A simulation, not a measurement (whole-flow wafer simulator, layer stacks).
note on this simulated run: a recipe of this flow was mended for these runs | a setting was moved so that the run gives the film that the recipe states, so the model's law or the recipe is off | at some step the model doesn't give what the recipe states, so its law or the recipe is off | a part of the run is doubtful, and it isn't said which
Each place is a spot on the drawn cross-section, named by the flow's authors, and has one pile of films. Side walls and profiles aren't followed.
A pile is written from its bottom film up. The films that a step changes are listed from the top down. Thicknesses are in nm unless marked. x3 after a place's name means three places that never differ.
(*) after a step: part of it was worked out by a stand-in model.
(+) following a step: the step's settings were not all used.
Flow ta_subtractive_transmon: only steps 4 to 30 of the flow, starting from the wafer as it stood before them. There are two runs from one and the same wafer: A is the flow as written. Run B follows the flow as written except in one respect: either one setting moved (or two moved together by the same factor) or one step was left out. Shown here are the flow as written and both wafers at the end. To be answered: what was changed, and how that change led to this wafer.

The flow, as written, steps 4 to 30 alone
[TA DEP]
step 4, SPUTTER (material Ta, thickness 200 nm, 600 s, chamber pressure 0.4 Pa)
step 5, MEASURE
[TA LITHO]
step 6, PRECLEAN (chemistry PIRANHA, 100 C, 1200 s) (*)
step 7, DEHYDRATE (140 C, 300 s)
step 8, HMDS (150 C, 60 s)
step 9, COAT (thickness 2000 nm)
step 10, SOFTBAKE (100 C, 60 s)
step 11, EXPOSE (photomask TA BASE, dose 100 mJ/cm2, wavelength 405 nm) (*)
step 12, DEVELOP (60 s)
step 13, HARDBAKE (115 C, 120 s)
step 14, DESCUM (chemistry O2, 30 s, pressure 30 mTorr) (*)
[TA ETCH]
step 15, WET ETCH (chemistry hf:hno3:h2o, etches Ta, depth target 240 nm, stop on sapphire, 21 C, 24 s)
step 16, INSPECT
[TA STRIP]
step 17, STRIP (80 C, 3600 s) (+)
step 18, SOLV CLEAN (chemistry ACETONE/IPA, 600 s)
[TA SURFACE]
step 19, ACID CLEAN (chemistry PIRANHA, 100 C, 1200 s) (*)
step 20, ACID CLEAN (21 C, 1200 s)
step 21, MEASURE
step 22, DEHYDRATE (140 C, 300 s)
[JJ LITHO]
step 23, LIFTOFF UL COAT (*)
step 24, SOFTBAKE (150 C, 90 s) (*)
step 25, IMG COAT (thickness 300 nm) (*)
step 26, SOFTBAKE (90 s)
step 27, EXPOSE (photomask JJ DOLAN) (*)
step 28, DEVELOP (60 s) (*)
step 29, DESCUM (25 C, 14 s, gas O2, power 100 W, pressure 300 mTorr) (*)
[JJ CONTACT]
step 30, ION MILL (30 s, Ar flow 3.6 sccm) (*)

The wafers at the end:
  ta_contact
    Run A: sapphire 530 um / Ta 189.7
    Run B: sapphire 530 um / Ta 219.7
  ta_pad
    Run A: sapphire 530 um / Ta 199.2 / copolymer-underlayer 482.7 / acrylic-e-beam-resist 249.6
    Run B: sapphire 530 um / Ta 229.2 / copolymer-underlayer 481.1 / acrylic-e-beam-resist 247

The reason: step 4, SPUTTER: thickness 230 nm was run, while the flow as written has thickness 200 nm; step 4, SPUTTER: 690 s was run, where the flow has 600 s.

The path from the change to this, step by step:
  step 4, SPUTTER (material Ta, thickness 200 nm, 600 s, chamber pressure 0.4 Pa)
      field x2, jj_line, lead, ta_contact, ta_pad: A Ta gains 200 (new film) | B Ta gains 230 (new film)
  step 15, WET ETCH (chemistry hf:hno3:h2o, etches Ta, depth target 240 nm, stop on sapphire, 21 C, 24 s)
      field x2, jj_line, lead: A Ta loses 199.7 (all of it) | B Ta loses 229.7 (all of it)
